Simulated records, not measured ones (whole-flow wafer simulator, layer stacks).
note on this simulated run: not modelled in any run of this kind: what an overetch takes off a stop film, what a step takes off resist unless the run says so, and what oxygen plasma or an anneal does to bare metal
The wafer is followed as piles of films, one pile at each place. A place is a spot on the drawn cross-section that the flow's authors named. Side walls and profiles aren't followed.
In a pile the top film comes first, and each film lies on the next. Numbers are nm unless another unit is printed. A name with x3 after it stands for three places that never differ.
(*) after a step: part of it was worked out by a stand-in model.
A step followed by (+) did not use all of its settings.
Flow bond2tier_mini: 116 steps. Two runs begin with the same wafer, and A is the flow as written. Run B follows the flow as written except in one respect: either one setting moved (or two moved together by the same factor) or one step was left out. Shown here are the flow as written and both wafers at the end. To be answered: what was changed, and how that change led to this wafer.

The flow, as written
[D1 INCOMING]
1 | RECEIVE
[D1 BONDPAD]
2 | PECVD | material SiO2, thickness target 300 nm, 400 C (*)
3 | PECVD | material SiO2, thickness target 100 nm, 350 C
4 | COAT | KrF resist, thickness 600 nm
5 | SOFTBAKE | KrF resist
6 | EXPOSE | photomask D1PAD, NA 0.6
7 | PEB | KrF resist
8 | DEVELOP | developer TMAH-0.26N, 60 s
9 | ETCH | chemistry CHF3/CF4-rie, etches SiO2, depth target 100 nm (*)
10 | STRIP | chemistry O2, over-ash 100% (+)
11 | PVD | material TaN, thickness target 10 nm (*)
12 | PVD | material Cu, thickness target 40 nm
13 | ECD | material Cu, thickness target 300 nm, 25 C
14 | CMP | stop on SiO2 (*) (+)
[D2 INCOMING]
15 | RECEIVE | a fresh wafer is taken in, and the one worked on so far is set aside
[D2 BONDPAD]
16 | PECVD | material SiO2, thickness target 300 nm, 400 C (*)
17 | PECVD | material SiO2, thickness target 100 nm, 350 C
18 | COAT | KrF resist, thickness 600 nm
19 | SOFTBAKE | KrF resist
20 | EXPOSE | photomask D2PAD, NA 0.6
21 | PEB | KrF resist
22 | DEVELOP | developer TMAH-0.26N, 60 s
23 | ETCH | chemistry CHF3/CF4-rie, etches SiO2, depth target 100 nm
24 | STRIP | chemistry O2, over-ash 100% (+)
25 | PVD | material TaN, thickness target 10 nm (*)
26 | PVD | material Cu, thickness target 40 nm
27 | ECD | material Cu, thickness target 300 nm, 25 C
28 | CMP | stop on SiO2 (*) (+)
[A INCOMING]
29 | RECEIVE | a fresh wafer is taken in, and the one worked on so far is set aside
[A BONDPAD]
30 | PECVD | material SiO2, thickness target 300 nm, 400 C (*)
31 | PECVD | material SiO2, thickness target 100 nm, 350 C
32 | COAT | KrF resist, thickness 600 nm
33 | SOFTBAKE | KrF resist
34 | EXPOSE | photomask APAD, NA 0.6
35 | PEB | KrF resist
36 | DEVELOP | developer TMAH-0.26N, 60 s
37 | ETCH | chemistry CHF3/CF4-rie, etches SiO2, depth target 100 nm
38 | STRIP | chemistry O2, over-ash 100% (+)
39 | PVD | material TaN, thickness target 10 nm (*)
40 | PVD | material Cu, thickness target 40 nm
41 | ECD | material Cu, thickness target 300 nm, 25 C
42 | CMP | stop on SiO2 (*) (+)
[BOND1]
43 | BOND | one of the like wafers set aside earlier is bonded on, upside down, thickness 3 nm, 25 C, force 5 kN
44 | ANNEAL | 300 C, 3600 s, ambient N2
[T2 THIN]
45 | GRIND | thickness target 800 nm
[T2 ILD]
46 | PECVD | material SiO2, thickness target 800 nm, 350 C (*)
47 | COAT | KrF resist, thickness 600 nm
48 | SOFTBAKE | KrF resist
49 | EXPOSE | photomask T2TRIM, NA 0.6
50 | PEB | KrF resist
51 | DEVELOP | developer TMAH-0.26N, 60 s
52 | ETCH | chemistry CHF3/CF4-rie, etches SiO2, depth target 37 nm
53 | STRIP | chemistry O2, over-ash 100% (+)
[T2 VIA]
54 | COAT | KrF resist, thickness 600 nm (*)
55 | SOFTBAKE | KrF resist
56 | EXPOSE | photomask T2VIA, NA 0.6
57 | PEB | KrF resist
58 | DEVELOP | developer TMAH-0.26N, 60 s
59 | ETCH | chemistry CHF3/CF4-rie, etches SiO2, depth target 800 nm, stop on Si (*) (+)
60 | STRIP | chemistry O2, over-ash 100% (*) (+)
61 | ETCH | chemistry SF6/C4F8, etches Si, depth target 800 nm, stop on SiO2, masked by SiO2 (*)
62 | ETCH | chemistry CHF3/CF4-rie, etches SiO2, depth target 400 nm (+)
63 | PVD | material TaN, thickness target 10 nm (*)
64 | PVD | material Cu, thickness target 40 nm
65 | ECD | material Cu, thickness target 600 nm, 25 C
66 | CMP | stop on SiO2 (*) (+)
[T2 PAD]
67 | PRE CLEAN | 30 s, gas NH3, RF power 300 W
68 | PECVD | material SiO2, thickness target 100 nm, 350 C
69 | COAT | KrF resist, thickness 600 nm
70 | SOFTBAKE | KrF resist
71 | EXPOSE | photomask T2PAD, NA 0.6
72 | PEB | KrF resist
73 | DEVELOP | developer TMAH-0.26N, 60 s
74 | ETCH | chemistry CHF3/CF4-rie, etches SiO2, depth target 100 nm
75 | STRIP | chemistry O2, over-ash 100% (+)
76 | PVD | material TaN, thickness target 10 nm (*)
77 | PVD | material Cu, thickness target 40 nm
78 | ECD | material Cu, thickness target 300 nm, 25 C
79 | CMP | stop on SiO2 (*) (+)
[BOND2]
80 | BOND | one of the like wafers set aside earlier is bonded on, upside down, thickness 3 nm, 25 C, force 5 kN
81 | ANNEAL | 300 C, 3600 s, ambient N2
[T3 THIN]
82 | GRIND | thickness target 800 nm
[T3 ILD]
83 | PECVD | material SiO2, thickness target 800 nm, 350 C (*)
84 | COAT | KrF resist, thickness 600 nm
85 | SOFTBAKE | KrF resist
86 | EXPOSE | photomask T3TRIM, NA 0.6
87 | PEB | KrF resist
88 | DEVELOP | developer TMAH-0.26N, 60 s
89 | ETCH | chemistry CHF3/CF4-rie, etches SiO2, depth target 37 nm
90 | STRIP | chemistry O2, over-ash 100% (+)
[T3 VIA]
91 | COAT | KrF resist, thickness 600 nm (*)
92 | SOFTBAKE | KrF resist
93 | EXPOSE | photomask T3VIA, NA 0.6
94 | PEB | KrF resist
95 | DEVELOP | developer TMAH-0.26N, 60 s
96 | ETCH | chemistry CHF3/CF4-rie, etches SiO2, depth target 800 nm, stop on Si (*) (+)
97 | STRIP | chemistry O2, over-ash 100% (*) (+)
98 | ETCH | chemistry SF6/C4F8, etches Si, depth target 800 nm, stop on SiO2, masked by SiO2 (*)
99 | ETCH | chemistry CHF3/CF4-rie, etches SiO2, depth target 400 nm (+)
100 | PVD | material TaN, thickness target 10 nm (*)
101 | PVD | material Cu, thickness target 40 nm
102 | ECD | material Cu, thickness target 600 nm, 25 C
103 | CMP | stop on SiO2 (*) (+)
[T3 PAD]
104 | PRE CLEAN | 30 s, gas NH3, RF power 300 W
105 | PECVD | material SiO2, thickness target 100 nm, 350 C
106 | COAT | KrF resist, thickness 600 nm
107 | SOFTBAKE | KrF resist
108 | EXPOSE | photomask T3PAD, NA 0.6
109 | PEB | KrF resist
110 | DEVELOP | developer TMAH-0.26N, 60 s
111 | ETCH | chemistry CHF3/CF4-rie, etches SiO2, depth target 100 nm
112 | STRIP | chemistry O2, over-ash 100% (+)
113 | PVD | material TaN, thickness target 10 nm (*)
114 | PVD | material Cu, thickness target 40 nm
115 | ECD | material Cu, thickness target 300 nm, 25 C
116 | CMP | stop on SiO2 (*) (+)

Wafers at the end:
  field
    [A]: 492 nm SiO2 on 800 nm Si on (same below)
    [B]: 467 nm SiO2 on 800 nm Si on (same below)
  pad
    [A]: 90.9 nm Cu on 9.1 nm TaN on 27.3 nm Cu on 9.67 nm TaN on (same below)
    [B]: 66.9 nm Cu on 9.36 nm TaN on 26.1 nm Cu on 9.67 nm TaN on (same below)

The reason: step 105, PECVD: thickness target 75 nm was run, though the flow has thickness target 100 nm.

The path from the change to this, step by step:
  105 | PECVD | material SiO2, thickness target 100 nm, 350 C
      field: A SiO2 gains 100 | B SiO2 gains 75
      pad: A SiO2 gains 100 (new film) | B SiO2 gains 75 (new film)
  111 | ETCH | chemistry CHF3/CF4-rie, etches SiO2, depth target 100 nm
      pad: A SiO2 loses 100 (all of it) | B SiO2 loses 75 (all of it), Cu loses 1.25
  114 | PVD | material Cu, thickness target 40 nm
      pad: A Cu gains 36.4 (new film) | B Cu gains 37.2 (new film)
  115 | ECD | material Cu, thickness target 300 nm, 25 C
      pad: A Cu gains 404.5 | B Cu gains 379.7
